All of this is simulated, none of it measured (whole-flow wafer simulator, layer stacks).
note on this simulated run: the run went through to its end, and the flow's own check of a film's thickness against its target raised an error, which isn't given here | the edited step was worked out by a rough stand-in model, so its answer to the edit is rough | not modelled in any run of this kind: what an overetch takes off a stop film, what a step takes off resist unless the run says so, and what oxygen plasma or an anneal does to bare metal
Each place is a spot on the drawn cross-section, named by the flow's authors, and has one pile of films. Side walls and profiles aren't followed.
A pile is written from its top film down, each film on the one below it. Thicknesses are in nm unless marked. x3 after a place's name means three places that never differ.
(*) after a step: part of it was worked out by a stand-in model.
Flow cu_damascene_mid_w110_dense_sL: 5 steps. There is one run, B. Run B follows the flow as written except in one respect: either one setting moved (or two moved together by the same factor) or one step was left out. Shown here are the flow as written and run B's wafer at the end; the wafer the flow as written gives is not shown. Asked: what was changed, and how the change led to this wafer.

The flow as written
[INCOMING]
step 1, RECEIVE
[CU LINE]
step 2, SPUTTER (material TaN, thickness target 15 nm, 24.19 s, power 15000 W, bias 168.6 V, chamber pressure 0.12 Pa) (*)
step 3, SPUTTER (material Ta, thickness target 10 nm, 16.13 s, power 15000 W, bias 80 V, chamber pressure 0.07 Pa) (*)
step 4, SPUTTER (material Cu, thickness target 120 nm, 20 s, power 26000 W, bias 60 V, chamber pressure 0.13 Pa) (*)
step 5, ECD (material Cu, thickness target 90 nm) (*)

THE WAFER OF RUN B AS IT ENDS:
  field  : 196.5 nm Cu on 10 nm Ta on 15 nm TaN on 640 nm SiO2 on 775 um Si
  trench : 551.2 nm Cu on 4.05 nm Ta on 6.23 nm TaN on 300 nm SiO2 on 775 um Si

What caused this: step 5, ECD: thickness target 76.5 nm was run, whereas the flow has thickness target 90 nm.

The path from the change to this, step by step:
  step 5, ECD (material Cu, thickness target 90 nm) (*)
      field: +76.5 Cu (in the flow as written it would be: +90 Cu)
      trench: +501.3 Cu (in the flow as written it would be: +514.8 Cu)
